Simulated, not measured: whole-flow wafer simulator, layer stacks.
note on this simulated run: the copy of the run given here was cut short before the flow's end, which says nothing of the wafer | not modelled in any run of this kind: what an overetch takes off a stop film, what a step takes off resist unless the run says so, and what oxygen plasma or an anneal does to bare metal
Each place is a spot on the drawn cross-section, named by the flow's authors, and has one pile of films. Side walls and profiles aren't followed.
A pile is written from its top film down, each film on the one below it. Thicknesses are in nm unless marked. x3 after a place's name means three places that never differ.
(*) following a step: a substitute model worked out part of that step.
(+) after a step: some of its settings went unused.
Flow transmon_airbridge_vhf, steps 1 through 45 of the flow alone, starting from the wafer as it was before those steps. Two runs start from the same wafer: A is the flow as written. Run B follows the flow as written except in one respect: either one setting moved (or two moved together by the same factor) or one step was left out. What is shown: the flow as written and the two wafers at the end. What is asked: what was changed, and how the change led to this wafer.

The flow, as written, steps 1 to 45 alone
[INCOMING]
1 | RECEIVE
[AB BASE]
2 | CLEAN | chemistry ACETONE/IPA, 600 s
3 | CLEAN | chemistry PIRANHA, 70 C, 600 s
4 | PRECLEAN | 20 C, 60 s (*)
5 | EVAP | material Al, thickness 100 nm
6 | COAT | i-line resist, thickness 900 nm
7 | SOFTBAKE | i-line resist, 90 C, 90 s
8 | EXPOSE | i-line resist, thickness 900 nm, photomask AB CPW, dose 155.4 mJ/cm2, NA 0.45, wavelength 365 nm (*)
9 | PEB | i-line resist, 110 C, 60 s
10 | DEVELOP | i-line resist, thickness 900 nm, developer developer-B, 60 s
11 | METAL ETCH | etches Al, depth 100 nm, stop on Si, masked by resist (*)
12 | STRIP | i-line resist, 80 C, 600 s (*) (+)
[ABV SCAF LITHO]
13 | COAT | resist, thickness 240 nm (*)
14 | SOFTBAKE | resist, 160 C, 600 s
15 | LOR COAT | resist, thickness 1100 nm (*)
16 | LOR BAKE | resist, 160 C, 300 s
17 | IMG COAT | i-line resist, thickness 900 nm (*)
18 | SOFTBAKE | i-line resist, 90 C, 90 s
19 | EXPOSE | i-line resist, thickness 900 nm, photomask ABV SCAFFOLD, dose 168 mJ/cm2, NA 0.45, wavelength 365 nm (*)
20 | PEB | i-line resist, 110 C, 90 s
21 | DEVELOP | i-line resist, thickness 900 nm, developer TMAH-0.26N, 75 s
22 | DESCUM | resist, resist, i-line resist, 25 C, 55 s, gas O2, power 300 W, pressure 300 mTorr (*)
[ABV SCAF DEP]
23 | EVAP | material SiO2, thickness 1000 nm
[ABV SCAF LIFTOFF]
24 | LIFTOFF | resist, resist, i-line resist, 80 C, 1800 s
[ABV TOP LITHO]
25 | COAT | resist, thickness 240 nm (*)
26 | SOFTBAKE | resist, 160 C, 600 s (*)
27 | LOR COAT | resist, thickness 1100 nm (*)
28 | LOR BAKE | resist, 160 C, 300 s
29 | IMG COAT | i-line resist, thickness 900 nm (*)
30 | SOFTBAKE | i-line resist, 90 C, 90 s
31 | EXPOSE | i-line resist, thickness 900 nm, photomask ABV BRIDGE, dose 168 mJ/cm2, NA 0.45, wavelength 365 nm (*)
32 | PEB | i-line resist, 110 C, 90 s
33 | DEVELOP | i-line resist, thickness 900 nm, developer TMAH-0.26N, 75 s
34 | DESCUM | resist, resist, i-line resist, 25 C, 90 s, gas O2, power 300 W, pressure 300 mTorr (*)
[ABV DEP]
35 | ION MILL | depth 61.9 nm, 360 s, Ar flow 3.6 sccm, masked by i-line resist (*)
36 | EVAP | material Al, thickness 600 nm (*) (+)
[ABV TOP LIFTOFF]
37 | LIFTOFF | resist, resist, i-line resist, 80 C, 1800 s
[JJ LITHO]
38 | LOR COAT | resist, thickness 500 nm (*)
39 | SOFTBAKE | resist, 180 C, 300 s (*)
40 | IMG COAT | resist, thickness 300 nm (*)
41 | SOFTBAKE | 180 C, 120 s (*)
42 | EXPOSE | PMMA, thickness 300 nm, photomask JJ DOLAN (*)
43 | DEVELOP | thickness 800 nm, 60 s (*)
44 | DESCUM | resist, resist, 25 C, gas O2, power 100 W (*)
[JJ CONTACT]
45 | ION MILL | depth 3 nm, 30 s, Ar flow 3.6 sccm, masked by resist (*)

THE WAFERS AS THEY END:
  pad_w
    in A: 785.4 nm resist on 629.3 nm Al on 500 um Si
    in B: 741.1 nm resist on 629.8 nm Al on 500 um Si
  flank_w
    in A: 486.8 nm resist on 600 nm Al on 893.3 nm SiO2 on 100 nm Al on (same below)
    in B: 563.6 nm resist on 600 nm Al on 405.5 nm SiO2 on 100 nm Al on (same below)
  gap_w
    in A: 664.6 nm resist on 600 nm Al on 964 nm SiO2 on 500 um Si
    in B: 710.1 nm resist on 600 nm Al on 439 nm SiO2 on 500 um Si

Cause: step 23, EVAP: thickness 475 nm was run, while the flow as written has thickness 1000 nm.

Step by step, how the change led to this:
  23 | EVAP | material SiO2, thickness 1000 nm
      field x3, jj_line, ground_far and 10 more: A +1000 SiO2 (new film) | B +475 SiO2 (new film)
      flank_w, flank_e: A +929.3 SiO2 (new film) | B +441.4 SiO2 (new film)
  24 | LIFTOFF | resist, resist, i-line resist, 80 C, 1800 s
      field x3, jj_line, trace_open_s x2: A -1000 SiO2 (all of it), -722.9 i-line resist (all of it), -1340 resist (all of it) | B -475 SiO2 (all of it), -722.9 i-line resist (all of it), -1340 resist (all of it)
      pad_w, pad_e: A -1000 SiO2 (all of it), -718 i-line resist (all of it), -1330.2 resist (all of it) | B -475 SiO2 (all of it), -718 i-line resist (all of it), -1330.2 resist (all of it)
      (as well as at 1 more place)
  25 | COAT | resist, thickness 240 nm (*)
      flank_w, flank_e: A +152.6 resist (new film) | B +171.8 resist (new film)
      gap_w, gap_e: A +210.7 resist (new film) | B +232.8 resist (new film)
      (as well as at 6 more places)
  27 | LOR COAT | resist, thickness 1100 nm (*)
      gap_w, gap_e: A +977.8 resist | B +1052.6 resist
      margin_s, margin_n: A +823.4 resist | B +958.9 resist
      (as well as at 6 more places)
  29 | IMG COAT | i-line resist, thickness 900 nm (*)
      gap_w, gap_e: A +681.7 i-line resist (new film) | B +810.7 i-line resist (new film)
      margin_s, margin_n: A +603.2 i-line resist (new film) | B +767.5 i-line resist (new film)
      (as well as at 7 more places)
  32 | PEB | i-line resist, 110 C, 90 s
      pad_w, pad_e: A -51 i-line resist | B -48.3 i-line resist
      flank_w, flank_e: A -38.3 i-line resist | B -43.4 i-line resist
      (as well as at 7 more places)
  33 | DEVELOP | i-line resist, thickness 900 nm, developer TMAH-0.26N, 75 s
      gap_w, gap_e: A -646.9 i-line resist (all of it), -977.8 resist | B -769.1 i-line resist (all of it), -1052.6 resist
      pad_w: A -937.2 i-line resist (all of it), -1247.8 resist | B -891 i-line resist (all of it), -1164.5 resist
      (as well as at 5 more places)
  34 | DESCUM | resist, resist, i-line resist, 25 C, 90 s, gas O2, power 300 W, pressure 300 mTorr (*)
      flank_w, flank_e: A -152.6 resist (all of it) | B -171.8 resist (all of it)
      gap_w, gap_e: A -210.7 resist (all of it) | B -232.8 resist (all of it)
      (as well as at 4 more places)
  37 | LIFTOFF | resist, resist, i-line resist, 80 C, 1800 s
      margin_s, margin_n: A -600 Al (all of it), -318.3 i-line resist (all of it), -992 resist (all of it) | B -600 Al (all of it), -474.1 i-line resist (all of it), -1157.3 resist (all of it)
      ground_far: A -600 Al (all of it), -717.9 i-line resist (all of it), -1384.9 resist (all of it) | B -600 Al (all of it), -652.5 i-line resist (all of it), -1364.4 resist (all of it)
  38 | LOR COAT | resist, thickness 500 nm (*)
      pad_w, pad_e: A +517 resist (new film) | B +486.8 resist (new film)
      flank_w, flank_e: A +306.5 resist (new film) | B +368.4 resist (new film)
      (as well as at 6 more places)
  40 | IMG COAT | resist, thickness 300 nm (*)
      pad_w, pad_e: A +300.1 resist | B +286.1 resist
      flank_w, flank_e: A +212.1 resist | B +227 resist
      (as well as at 6 more places)
